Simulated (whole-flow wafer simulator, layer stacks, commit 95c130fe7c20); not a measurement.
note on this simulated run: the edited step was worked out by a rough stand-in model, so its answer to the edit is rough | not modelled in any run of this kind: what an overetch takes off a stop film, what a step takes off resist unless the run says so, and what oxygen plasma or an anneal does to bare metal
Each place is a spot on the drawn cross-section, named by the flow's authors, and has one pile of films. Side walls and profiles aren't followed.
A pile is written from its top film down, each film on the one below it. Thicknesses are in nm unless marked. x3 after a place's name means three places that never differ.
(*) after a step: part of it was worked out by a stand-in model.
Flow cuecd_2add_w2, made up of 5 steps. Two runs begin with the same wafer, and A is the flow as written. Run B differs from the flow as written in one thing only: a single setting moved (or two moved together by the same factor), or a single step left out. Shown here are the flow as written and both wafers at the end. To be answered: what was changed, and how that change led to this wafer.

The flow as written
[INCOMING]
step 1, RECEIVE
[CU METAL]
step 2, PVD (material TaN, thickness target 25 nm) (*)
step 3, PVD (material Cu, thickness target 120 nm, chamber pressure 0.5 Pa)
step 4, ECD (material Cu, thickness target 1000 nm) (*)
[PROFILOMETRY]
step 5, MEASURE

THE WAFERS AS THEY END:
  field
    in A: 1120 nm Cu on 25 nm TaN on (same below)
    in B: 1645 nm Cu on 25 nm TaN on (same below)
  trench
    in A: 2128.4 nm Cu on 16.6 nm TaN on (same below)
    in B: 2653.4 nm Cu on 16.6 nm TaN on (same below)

The reason: step 4, ECD: thickness target 1525 nm was run, while the flow as written has thickness target 1000 nm.

Step by step, how the change led to this:
  step 4, ECD (material Cu, thickness target 1000 nm) (*)
      field: A +1000 Cu | B +1525 Cu
      trench: A +2047.6 Cu | B +2572.6 Cu
